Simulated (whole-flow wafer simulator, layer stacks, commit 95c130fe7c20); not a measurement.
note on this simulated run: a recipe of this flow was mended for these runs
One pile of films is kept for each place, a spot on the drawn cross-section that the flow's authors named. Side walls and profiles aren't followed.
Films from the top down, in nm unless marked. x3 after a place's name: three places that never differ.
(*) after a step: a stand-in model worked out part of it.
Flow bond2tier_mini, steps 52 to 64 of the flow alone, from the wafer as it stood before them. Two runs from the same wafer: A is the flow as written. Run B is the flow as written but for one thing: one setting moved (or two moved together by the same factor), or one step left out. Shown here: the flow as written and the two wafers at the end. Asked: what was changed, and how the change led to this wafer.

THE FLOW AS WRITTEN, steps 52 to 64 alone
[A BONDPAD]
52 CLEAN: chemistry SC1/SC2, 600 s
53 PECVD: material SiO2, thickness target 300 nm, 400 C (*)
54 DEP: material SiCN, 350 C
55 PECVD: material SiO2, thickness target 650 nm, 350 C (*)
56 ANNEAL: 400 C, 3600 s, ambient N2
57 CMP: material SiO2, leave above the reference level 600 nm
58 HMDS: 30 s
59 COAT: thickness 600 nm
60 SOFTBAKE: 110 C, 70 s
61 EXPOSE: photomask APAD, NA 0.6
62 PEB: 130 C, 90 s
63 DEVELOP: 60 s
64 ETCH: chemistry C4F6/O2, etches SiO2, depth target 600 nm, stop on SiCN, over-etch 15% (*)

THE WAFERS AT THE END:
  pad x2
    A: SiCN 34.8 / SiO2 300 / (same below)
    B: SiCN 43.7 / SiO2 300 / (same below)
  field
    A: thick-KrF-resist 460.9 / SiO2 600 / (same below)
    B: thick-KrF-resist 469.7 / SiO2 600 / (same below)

The cause: step 64, ETCH: over-etch 6.19% was run, where the flow has over-etch 15%.

How the change led to this, step by step:
  64 ETCH: chemistry C4F6/O2, etches SiO2, depth target 600 nm, stop on SiCN, over-etch 15% (*)
      pad x2: A SiO2 -600 (all of it), SiCN -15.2 | B SiO2 -600 (all of it), SiCN -6.26
      field: A thick-KrF-resist -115 | B thick-KrF-resist -106.2
